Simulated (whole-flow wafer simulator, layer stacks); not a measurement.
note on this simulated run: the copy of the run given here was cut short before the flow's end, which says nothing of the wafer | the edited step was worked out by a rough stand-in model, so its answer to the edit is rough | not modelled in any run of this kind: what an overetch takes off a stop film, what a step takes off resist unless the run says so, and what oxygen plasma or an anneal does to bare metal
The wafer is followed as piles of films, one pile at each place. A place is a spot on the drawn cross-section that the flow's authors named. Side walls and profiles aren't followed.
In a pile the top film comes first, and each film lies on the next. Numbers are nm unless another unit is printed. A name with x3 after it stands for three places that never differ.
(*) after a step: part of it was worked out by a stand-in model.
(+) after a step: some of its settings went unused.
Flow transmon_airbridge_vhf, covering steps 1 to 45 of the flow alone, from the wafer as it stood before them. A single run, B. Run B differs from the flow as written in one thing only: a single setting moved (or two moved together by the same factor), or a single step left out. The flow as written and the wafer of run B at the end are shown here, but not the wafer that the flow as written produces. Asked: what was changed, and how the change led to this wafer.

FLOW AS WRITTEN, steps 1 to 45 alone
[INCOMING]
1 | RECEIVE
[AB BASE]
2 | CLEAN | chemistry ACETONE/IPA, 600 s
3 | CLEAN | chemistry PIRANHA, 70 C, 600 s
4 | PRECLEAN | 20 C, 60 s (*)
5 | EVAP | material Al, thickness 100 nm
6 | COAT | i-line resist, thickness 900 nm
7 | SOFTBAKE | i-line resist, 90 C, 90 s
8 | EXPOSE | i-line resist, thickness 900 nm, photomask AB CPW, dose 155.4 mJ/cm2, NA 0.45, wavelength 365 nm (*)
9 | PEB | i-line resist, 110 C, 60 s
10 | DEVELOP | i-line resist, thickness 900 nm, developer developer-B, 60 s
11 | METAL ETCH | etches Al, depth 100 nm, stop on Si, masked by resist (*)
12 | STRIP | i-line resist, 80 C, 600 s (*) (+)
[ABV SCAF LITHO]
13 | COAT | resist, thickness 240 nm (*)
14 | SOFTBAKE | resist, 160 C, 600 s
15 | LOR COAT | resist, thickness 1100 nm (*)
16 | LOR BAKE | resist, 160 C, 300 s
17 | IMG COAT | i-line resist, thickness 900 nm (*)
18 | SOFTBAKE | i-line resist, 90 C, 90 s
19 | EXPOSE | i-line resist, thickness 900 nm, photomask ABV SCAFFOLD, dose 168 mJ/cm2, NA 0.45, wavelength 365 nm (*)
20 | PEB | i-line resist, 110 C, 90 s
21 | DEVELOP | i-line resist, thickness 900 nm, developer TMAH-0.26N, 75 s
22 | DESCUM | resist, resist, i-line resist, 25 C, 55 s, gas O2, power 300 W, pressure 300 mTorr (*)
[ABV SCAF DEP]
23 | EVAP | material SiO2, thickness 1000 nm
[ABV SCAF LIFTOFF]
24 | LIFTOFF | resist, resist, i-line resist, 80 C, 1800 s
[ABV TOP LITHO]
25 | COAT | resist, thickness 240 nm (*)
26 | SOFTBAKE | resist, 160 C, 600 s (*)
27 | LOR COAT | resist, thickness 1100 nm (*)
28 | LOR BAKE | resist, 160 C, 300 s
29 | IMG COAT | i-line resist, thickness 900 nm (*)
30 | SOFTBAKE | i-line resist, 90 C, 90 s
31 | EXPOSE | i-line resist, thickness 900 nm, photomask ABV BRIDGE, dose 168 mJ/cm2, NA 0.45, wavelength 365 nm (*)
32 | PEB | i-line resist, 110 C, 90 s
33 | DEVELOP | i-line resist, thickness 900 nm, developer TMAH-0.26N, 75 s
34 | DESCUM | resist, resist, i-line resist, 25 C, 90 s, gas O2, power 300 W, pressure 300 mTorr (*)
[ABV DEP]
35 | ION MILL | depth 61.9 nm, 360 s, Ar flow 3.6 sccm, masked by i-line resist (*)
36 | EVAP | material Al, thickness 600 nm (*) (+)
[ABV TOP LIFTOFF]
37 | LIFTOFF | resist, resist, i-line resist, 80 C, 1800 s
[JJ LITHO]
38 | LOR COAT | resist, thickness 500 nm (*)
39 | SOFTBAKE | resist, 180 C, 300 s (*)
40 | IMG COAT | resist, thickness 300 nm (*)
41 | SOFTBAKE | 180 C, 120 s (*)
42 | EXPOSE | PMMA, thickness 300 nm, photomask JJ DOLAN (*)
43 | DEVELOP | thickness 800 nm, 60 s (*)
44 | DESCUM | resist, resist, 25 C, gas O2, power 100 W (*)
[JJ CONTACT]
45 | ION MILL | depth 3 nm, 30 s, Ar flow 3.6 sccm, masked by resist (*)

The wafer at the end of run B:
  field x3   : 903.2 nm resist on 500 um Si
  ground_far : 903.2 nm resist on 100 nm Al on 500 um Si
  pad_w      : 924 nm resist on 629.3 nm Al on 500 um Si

The reason: step 40, IMG COAT: thickness 435 nm was run, whereas the flow has thickness 300 nm.

The path from the change to this, step by step:
  40 | IMG COAT | resist, thickness 300 nm (*)
      field x3, jj_line, ground_far, trace_open_s x2: +435 resist (in the flow as written it would be: +300 resist)
      pad_w, pad_e: +438.7 resist (in the flow as written it would be: +300.1 resist)
      (as well as at 8 more places)
  43 | DEVELOP | thickness 800 nm, 60 s (*)
      jj_line: -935 resist (all of it) (in the flow as written it would be: -800 resist (all of it))
